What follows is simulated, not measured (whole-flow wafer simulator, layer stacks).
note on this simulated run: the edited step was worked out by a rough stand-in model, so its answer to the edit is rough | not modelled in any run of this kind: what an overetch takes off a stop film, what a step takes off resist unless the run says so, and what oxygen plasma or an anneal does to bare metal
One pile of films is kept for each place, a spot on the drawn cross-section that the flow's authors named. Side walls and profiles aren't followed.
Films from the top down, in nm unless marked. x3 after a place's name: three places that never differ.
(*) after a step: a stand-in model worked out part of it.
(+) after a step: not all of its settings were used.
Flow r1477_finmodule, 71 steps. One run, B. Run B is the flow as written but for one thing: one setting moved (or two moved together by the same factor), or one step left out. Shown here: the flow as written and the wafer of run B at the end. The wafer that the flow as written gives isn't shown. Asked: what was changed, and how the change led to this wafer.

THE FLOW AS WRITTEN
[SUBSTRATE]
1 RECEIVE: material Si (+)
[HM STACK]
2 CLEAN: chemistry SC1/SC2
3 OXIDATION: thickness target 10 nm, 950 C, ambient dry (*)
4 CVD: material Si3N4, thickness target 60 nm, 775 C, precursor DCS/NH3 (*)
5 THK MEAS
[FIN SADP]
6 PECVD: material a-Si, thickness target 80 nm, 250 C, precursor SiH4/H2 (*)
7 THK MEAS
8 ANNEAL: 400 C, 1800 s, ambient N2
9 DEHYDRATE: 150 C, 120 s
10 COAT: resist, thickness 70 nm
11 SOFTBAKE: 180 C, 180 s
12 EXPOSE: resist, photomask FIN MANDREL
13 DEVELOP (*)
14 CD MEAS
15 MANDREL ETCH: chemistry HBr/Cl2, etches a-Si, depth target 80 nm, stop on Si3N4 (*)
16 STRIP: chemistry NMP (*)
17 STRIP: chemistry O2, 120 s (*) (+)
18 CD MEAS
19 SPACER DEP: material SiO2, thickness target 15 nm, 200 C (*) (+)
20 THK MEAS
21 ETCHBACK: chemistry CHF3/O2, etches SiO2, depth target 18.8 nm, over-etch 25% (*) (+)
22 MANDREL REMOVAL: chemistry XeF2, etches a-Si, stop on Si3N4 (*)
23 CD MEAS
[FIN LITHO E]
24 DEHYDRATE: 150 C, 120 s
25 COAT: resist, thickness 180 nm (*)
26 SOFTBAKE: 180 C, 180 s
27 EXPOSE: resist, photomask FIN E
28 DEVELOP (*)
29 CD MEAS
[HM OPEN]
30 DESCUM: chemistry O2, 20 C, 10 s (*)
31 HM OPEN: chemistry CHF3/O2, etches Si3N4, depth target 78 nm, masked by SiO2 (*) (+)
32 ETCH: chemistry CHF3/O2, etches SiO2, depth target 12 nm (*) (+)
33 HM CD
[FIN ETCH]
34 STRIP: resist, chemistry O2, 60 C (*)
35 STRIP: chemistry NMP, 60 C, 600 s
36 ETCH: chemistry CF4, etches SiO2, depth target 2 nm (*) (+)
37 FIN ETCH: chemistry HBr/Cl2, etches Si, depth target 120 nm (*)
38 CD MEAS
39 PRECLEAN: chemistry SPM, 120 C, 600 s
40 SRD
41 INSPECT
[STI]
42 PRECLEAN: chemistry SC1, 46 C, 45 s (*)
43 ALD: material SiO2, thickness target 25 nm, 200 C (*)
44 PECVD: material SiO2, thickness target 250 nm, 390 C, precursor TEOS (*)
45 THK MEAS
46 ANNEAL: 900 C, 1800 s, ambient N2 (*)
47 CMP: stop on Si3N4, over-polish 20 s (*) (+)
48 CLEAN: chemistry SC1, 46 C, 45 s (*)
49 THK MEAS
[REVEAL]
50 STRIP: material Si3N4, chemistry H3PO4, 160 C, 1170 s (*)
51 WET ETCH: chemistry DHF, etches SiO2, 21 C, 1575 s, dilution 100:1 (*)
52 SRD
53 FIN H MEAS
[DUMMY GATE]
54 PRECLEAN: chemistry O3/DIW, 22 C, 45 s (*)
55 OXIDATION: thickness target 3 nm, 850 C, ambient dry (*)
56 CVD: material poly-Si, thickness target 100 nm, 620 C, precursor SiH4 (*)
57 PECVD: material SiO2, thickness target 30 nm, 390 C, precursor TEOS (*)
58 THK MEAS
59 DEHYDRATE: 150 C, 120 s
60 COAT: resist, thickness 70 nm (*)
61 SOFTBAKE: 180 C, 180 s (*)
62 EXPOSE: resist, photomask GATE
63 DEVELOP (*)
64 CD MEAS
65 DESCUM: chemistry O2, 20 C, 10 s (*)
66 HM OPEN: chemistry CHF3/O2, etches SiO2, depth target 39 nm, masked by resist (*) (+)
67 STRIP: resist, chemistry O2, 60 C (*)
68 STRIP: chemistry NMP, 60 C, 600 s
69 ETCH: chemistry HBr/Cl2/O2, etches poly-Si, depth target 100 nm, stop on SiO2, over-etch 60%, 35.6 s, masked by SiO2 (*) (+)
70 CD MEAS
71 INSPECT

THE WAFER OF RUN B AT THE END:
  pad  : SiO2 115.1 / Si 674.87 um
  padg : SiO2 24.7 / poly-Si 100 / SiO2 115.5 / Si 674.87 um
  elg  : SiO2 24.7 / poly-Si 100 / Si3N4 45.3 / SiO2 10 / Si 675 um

The cause: step 4, CVD: thickness target 73.5 nm was run, where the flow has thickness target 60 nm.

How the change led to this, step by step:
  4 CVD: material Si3N4, thickness target 60 nm, 775 C, precursor DCS/NH3 (*)
      pad, padg, elg and 33 more: Si3N4 +73.5 (new film) (as written it would be: Si3N4 +60 (new film))
  31 HM OPEN: chemistry CHF3/O2, etches Si3N4, depth target 78 nm, masked by SiO2 (*) (+)
      pad, padg, esg and 13 more: Si3N4 -69.9 (all of it), SiO2 -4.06 (as written it would be: Si3N4 -56.4 (all of it), SiO2 -10 (all of it))
      s40cg, s45cg, s50cg, s40co, s45co, s50co: Si3N4 -73.5 (all of it), SiO2 -2.25 (as written it would be: Si3N4 -60 (all of it), SiO2 -9)
  32 ETCH: chemistry CHF3/O2, etches SiO2, depth target 12 nm (*) (+)
      pad, padg, e40sg and 11 more: SiO2 -5.94 (all of it), Si -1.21 (as written it would be: Si -2.4)
      esg, eso: SiO2 -5.94 (all of it), Si -1.21 (as written it would be: Si -1.77)
      (and at 6 more places)
  43 ALD: material SiO2, thickness target 25 nm, 200 C (*)
      s40cg, s45cg, s50cg, s40co, s45co, s50co: SiO2 +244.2 (new film) (as written it would be: SiO2 +232.1 (new film))
      esg: SiO2 +207.2 (new film) (as written it would be: SiO2 +194.3 (new film))
  47 CMP: stop on Si3N4, over-polish 20 s (*) (+)
      pad, padg, e40sg and 11 more: SiO2 -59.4 (as written it would be: SiO2 -71.8)
      eso: SiO2 -59.4 (as written it would be: SiO2 -72.4)
  50 STRIP: material Si3N4, chemistry H3PO4, 160 C, 1170 s (*)
      s40sg_line, s45sg_line, s50sg_line, s40so_line, s45so_line, s50so_line: Si3N4 -72.4 (all of it), SiO2 -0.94 (as written it would be: Si3N4 -58.9 (all of it), SiO2 -1.37)
  56 CVD: material poly-Si, thickness target 100 nm, 620 C, precursor SiH4 (*)
      s40cg, s40co: poly-Si +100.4 (new film) (as written it would be: poly-Si +113.9 (new film))
      s45cg, s45co: poly-Si +100 (new film) (as written it would be: poly-Si +113.4 (new film))
      (and at 2 more places)
  60 COAT: resist, thickness 70 nm (*)
      s40sg, s40so: resist +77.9 (new film) (as written it would be: resist +91 (new film))
      s45sg, s45so: resist +78 (new film) (as written it would be: resist +91 (new film))
      (and at 2 more places)
  63 DEVELOP (*)
      s40so: resist -77.9 (all of it) (as written it would be: resist -91 (all of it))
      s45so: resist -78 (all of it) (as written it would be: resist -91 (all of it))
      (and at 1 more place)
  67 STRIP: resist, chemistry O2, 60 C (*)
      s40sg: resist -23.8 (all of it) (as written it would be: resist -36.9 (all of it))
      s45sg: resist -23.9 (all of it) (as written it would be: resist -36.9 (all of it))
      (and at 3 more places)
  69 ETCH: chemistry HBr/Cl2/O2, etches poly-Si, depth target 100 nm, stop on SiO2, over-etch 60%, 35.6 s, masked by SiO2 (*) (+)
      s40co: chemical SiO2 -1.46 (all of it), poly-Si -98 (all of it), SiO2 -0.4 (as written it would be: chemical SiO2 -1.46 (all of it), poly-Si -111.5 (all of it), SiO2 -0.24)
      s45co: chemical SiO2 -1.46 (all of it), poly-Si -97.6 (all of it), SiO2 -0.42 (as written it would be: chemical SiO2 -1.46 (all of it), poly-Si -110.9 (all of it), SiO2 -0.25)
      (and at 1 more place)
